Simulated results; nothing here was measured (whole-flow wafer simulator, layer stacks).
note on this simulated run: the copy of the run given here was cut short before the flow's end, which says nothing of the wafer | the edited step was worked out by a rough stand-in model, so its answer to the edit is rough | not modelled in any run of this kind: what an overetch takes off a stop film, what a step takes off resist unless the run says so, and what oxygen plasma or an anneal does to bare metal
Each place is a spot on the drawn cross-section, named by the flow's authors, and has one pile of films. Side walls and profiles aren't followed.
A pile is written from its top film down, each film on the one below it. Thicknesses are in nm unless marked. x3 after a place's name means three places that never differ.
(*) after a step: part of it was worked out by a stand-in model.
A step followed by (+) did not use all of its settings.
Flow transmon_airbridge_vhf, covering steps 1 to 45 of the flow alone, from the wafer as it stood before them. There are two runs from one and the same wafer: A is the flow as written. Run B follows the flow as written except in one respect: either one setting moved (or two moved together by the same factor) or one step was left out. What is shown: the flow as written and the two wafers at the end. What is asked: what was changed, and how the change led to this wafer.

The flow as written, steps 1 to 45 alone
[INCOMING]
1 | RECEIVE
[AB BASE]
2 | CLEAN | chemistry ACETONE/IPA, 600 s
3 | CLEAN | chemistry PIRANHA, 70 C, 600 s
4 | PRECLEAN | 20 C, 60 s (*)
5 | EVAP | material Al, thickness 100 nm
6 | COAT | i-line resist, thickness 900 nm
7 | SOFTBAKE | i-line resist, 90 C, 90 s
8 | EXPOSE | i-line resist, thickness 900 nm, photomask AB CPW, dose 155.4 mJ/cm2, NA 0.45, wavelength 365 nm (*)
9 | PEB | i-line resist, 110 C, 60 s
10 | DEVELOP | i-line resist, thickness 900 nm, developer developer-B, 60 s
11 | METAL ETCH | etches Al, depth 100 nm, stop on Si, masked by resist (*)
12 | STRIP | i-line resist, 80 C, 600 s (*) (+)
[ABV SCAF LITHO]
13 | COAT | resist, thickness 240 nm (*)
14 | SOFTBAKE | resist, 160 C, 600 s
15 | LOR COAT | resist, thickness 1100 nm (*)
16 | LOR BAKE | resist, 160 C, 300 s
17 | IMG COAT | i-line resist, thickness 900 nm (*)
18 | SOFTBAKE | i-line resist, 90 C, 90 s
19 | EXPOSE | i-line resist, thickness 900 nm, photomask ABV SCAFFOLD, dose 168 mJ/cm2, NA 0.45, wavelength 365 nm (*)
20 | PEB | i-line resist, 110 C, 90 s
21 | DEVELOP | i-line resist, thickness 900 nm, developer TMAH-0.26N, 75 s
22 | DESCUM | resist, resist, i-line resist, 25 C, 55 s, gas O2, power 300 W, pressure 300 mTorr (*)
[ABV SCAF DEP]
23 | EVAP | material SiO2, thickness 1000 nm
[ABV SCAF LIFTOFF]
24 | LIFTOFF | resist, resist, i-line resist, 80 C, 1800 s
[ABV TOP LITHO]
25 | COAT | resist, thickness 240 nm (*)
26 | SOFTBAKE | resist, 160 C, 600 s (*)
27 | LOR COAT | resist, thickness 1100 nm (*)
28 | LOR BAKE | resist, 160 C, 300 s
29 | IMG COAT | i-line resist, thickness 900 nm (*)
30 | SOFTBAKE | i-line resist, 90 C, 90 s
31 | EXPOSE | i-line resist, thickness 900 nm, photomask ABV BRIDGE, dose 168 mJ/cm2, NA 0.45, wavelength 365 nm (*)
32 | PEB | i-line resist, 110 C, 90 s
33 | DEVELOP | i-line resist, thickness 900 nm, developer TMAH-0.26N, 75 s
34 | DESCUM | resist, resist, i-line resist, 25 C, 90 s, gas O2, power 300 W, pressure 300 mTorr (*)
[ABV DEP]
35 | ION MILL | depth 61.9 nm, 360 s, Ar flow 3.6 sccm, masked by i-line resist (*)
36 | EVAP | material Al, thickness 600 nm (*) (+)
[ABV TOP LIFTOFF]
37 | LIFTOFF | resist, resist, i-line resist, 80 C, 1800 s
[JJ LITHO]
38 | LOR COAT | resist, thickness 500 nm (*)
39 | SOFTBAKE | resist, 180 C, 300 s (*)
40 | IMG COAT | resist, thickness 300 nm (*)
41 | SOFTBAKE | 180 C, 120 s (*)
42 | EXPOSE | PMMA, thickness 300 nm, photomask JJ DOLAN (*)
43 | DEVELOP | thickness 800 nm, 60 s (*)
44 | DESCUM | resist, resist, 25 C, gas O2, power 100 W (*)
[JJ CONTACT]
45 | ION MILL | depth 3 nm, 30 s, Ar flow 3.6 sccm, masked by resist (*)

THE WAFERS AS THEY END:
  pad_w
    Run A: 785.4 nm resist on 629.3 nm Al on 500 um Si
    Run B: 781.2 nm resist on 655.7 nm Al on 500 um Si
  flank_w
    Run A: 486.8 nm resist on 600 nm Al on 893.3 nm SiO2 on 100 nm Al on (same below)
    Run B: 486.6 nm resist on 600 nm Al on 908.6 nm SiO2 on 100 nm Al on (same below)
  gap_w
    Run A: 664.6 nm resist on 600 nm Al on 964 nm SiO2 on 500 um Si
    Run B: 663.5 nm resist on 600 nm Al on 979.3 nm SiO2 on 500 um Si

What caused this: step 35, ION MILL: depth 35.6 nm was run, while the flow as written has depth 61.9 nm; step 35, ION MILL: 207 s was run, where the flow has 360 s.

The path from the change to this, step by step:
  35 | ION MILL | depth 61.9 nm, 360 s, Ar flow 3.6 sccm, masked by i-line resist (*)
      field x3, jj_line, ground_far, trace_open_s x2, margin_s, margin_n: A i-line resist loses 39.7 | B i-line resist loses 22.8
      flank_w, gap_w, cpw_trace, gap_e, flank_e, bridge_strip: A SiO2 loses 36 | B SiO2 loses 20.7
      (and at 2 other places as well)
  37 | LIFTOFF | resist, resist, i-line resist, 80 C, 1800 s
      field x3, jj_line, trace_open_s x2: A Al loses 600 (all of it), i-line resist loses 600 (all of it), resist loses 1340 (all of it) | B Al loses 600 (all of it), i-line resist loses 616.9 (all of it), resist loses 1340 (all of it)
      margin_s, margin_n: A Al loses 600 (all of it), i-line resist loses 318.3 (all of it), resist loses 992 (all of it) | B Al loses 600 (all of it), i-line resist loses 335.2 (all of it), resist loses 992 (all of it)
      (and at 1 other place as well)
